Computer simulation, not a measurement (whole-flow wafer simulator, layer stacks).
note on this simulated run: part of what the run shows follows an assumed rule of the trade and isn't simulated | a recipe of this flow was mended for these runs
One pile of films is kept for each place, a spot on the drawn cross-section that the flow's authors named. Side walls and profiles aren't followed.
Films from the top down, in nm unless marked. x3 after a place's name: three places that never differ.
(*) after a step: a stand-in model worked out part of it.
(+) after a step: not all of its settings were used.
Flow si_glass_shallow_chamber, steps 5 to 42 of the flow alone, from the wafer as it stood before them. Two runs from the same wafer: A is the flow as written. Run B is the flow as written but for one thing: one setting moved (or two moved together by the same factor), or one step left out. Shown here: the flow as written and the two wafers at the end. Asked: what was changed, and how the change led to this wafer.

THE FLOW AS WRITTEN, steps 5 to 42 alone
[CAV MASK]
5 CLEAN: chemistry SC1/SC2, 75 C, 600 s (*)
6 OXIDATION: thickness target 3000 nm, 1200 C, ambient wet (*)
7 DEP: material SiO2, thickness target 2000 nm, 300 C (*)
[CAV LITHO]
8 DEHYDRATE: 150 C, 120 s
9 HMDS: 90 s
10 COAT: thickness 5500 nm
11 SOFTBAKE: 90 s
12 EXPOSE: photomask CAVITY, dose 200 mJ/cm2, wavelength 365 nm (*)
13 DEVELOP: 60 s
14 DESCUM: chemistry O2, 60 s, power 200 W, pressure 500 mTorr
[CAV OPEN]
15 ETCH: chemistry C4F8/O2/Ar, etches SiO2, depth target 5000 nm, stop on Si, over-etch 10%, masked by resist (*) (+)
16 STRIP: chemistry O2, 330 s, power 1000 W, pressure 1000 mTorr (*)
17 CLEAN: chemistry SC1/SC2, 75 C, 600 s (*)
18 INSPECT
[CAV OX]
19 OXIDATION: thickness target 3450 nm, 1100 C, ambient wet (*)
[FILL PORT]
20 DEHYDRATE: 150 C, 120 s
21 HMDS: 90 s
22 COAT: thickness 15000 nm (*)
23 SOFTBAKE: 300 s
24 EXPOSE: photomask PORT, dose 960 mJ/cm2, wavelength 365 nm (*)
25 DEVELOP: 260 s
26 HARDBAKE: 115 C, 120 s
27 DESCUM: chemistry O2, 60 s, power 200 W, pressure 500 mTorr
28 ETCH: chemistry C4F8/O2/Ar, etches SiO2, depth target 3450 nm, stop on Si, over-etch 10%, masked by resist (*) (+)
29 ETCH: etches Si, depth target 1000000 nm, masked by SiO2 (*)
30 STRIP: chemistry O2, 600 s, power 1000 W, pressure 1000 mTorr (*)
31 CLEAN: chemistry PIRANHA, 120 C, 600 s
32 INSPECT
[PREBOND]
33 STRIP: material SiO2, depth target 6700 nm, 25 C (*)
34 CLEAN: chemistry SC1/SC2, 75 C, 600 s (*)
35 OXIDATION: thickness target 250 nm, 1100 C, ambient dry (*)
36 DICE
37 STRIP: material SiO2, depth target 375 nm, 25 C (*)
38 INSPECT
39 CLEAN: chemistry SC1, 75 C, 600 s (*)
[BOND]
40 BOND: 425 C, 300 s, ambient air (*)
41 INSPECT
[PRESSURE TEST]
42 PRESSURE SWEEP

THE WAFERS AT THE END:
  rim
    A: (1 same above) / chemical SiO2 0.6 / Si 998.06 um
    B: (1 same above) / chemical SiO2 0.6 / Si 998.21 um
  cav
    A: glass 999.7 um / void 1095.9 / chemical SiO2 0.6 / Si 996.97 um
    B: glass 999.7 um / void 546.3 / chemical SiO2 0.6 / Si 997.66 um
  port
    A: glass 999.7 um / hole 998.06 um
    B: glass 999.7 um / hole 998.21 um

The cause: step 7, DEP: thickness target 4487 nm was run, where the flow has thickness target 2000 nm.

How the change led to this, step by step:
  7 DEP: material SiO2, thickness target 2000 nm, 300 C (*)
      rim, ramp, cav, port, septum, ring: A SiO2 +2000 | B SiO2 +4487
  15 ETCH: chemistry C4F8/O2/Ar, etches SiO2, depth target 5000 nm, stop on Si, over-etch 10%, masked by resist (*) (+)
      cav, port: A SiO2 -5000 (all of it), Si -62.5 | B SiO2 -5500
  16 STRIP: chemistry O2, 330 s, power 1000 W, pressure 1000 mTorr (*)
      cav, port: A chemical SiO2 +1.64 (new film), Si -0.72 | B nothing
  17 CLEAN: chemistry SC1/SC2, 75 C, 600 s (*)
      cav, port: A chemical SiO2 -1.04, Si -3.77 | B SiO2 -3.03
  19 OXIDATION: thickness target 3450 nm, 1100 C, ambient wet (*)
      cav, port: A SiO2 +3450 (new film), chemical SiO2 -0.6 (all of it), Si -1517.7 | B SiO2 +2028.3, Si -892.4
      rim, ramp, septum, ring: A SiO2 +1110.9, Si -488.8 | B SiO2 +786.6, Si -346.1
  22 COAT: thickness 15000 nm (*)
      rim: A thick-i-line-resist +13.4 um (new film) | B thick-i-line-resist +12.98 um (new film)
      ramp: A thick-i-line-resist +12.89 um (new film) | B thick-i-line-resist +12.33 um (new film)
      (and at 4 more places)
  23 SOFTBAKE: 300 s
      rim: A thick-i-line-resist -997 | B thick-i-line-resist -1297.2
      ramp: A thick-i-line-resist -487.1 | B thick-i-line-resist -649.4
      (and at 4 more places)
  25 DEVELOP: 260 s
      port: A thick-i-line-resist -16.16 um (all of it) | B thick-i-line-resist -16.48 um (all of it)
  26 HARDBAKE: 115 C, 120 s
      rim, ramp: A thick-i-line-resist -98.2 | B thick-i-line-resist -89.7
      cav: A thick-i-line-resist -147.1 | B thick-i-line-resist -151.6
  28 ETCH: chemistry C4F8/O2/Ar, etches SiO2, depth target 3450 nm, stop on Si, over-etch 10%, masked by resist (*) (+)
      port: A SiO2 -3450 (all of it), Si -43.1 | B SiO2 -3795
  29 ETCH: etches Si, depth target 1000000 nm, masked by SiO2 (*)
      port: A hole +997.05 um (new film), Si -997.05 um (all of it) | B hole +998 um (new film), SiO2 -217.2 (all of it), Si -997.78 um (all of it)
      rim, ramp: A thick-i-line-resist -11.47 um (all of it), SiO2 -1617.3 | B thick-i-line-resist -10.76 um (all of it), SiO2 -2000.5
      (and at 2 more places)
  30 STRIP: chemistry O2, 600 s, power 1000 W, pressure 1000 mTorr (*)
      cav: A thick-i-line-resist -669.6 (all of it) | B thick-i-line-resist -988.8 (all of it)
  33 STRIP: material SiO2, depth target 6700 nm, 25 C (*)
      rim, ramp: A SiO2 -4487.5 (all of it) | B SiO2 -6267.1 (all of it)
      cav: A SiO2 -3450 (all of it) | B SiO2 -4012.2 (all of it)
      (and at 2 more places)
  40 BOND: 425 C, 300 s, ambient air (*)
      cav: A glass +999.7 um (new film), void +1095.9 (new film) | B glass +999.7 um (new film), void +546.3 (new film)
      port: A glass +999.7 um (new film), hole +1017.3 | B glass +999.7 um (new film), hole +207.3
